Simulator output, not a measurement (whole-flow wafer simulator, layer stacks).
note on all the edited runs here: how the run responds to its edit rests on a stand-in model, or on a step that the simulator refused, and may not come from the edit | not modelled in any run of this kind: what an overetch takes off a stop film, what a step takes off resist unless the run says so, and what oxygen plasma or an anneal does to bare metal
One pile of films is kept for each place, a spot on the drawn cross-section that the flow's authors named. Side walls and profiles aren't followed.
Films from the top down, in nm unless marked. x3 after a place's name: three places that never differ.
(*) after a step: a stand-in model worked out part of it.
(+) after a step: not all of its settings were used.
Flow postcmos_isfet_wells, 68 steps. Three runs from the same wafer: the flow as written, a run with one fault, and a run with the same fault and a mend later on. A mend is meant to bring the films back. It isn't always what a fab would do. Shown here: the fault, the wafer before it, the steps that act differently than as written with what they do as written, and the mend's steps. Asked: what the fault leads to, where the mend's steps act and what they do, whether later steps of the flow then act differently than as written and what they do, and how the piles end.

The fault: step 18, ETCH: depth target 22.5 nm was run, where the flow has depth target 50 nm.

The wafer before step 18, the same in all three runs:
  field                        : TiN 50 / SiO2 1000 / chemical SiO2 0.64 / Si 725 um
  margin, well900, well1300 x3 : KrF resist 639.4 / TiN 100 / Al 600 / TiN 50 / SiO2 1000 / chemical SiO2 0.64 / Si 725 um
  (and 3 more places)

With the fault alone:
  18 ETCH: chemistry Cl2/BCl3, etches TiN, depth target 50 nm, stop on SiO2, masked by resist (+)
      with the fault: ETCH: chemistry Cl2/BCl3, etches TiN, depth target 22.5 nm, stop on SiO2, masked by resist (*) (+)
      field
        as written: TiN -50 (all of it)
        with the fault: TiN -22.5
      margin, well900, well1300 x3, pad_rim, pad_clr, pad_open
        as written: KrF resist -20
        with the fault: KrF resist -9
  Later steps of the flow that act differently than as written (2 more steps differ only slightly, by at most 2% or 0.5 nm, whichever is larger, and aren't shown):
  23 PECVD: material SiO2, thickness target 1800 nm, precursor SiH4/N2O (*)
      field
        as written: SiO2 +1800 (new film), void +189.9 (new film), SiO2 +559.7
        with the fault: SiO2 +1800 (new film), void +169.6 (new film), SiO2 +552.9 (new film)
  At the end the piles differ from the flow's by more than 2% or 0.5 nm, whichever is larger, at field.
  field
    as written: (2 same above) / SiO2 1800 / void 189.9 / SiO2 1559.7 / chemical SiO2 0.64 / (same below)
    with the fault: (2 same above) / SiO2 1800 / void 169.6 / SiO2 552.9 / TiN 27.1 / SiO2 1000 / chemical SiO2 0.64 / (same below)

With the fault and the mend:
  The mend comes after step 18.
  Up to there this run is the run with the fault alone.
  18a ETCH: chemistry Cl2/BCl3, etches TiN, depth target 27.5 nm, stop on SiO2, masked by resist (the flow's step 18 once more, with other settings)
      margin, well900, well1300 x3, pad_rim, pad_clr, pad_open
        KrF resist -11
      field
        TiN -27.5 (all of it)
  No later step of the flow acts differently than as written at any place that is followed.
  At the end the piles are the same as the flow's at every place that both follow.
